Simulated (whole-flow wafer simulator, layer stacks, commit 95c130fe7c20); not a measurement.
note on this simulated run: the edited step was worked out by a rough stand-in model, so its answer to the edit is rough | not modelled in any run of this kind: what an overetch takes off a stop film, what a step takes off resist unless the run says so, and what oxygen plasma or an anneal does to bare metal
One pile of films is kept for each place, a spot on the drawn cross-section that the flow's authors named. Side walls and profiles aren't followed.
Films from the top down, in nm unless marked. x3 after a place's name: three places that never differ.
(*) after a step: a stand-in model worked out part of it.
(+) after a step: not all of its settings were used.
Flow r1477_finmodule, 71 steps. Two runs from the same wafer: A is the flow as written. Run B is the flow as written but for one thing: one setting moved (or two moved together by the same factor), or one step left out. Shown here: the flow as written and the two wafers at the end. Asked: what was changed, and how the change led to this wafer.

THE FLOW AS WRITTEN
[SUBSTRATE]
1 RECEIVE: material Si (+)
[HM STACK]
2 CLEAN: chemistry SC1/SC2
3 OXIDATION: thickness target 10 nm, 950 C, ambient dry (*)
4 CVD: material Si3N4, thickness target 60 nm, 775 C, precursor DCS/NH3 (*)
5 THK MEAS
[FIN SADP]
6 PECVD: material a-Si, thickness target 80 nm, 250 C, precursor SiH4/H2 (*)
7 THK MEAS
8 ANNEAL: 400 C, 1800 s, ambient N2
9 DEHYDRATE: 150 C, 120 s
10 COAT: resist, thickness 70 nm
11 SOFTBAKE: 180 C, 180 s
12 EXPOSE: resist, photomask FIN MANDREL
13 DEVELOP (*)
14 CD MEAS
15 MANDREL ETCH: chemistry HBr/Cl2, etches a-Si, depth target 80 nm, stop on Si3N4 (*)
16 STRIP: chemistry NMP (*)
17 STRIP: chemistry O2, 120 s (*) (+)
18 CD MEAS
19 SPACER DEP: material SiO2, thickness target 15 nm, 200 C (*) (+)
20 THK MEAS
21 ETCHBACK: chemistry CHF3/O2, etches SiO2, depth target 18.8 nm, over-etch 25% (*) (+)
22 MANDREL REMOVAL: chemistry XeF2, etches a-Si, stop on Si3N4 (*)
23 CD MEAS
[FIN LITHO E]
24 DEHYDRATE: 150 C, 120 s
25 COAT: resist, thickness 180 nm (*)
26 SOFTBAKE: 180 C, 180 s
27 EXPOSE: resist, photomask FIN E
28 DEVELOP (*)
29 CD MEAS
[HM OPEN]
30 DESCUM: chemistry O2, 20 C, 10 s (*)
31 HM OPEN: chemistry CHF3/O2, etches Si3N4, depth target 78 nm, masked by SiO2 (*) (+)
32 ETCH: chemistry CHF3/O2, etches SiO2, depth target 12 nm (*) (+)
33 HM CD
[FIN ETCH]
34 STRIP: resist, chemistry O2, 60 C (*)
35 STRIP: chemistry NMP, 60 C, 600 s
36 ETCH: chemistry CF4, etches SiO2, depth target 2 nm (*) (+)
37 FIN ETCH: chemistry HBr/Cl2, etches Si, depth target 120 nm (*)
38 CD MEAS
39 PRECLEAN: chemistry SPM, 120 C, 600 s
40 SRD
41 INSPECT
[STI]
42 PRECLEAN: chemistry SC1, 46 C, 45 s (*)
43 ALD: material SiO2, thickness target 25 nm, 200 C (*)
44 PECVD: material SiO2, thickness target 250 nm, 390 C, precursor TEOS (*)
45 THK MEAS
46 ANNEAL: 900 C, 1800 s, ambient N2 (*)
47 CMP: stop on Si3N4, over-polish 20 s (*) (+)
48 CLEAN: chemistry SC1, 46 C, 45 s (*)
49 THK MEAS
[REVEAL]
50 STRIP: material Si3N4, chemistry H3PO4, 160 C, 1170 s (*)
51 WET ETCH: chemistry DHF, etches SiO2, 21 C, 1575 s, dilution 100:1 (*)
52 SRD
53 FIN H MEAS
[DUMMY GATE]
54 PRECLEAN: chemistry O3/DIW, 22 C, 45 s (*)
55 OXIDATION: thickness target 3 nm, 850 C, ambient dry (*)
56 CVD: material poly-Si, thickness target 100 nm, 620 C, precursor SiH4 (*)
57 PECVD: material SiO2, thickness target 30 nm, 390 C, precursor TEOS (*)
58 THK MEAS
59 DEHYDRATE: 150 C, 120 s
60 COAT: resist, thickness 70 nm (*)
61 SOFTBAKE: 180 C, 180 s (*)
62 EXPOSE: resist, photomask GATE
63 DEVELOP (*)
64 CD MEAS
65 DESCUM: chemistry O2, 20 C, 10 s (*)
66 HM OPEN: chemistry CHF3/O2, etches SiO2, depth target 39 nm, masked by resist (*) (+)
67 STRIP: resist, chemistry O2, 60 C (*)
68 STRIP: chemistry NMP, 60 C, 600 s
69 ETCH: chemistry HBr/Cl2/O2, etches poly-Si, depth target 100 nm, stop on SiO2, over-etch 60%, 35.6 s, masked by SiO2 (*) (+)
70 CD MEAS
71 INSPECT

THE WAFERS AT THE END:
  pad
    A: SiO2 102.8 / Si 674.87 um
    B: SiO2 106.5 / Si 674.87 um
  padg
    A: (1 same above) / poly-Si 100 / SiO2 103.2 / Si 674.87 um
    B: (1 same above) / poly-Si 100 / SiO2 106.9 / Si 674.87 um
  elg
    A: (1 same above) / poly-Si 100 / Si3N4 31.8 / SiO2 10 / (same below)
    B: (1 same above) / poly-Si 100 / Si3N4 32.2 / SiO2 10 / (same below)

The cause: step 51, WET ETCH: 19.93 C was run, where the flow has 21 C.

How the change led to this, step by step:
  51 WET ETCH: chemistry DHF, etches SiO2, 21 C, 1575 s, dilution 100:1 (*)
      pad, padg, e40sg and 12 more: A SiO2 -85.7 | B SiO2 -82
      esg, s40cg, s45cg, s50cg, s40co, s45co, s50co: A SiO2 -79.1 | B SiO2 -75.7
  56 CVD: material poly-Si, thickness target 100 nm, 620 C, precursor SiH4 (*)
      s40cg, s40co: A poly-Si +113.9 (new film) | B poly-Si +110.5 (new film)
      s45cg, s45co: A poly-Si +113.4 (new film) | B poly-Si +110 (new film)
      (and at 2 more places)
  60 COAT: resist, thickness 70 nm (*)
      e40sg, eso, e40so: A resist +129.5 (new film) | B resist +126.4 (new film)
      e100sg, e100so: A resist +129.4 (new film) | B resist +126.3 (new film)
      (and at 8 more places)
  63 DEVELOP (*)
      eso, e40so: A resist -129.5 (all of it) | B resist -126.4 (all of it)
      e100so: A resist -129.4 (all of it) | B resist -126.3 (all of it)
      (and at 4 more places)
  67 STRIP: resist, chemistry O2, 60 C (*)
      e40sg: A resist -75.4 (all of it) | B resist -72.3 (all of it)
      e100sg: A resist -75.3 (all of it) | B resist -72.2 (all of it)
      (and at 4 more places)
  69 ETCH: chemistry HBr/Cl2/O2, etches poly-Si, depth target 100 nm, stop on SiO2, over-etch 60%, 35.6 s, masked by SiO2 (*) (+)
      s40co: A chemical SiO2 -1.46 (all of it), poly-Si -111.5 (all of it), SiO2 -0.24 | B chemical SiO2 -1.44 (all of it), poly-Si -108.1 (all of it), SiO2 -0.26
      s45co: A chemical SiO2 -1.46 (all of it), poly-Si -110.9 (all of it), SiO2 -0.25 | B chemical SiO2 -1.44 (all of it), poly-Si -107.6 (all of it), SiO2 -0.26
      (and at 1 more place)
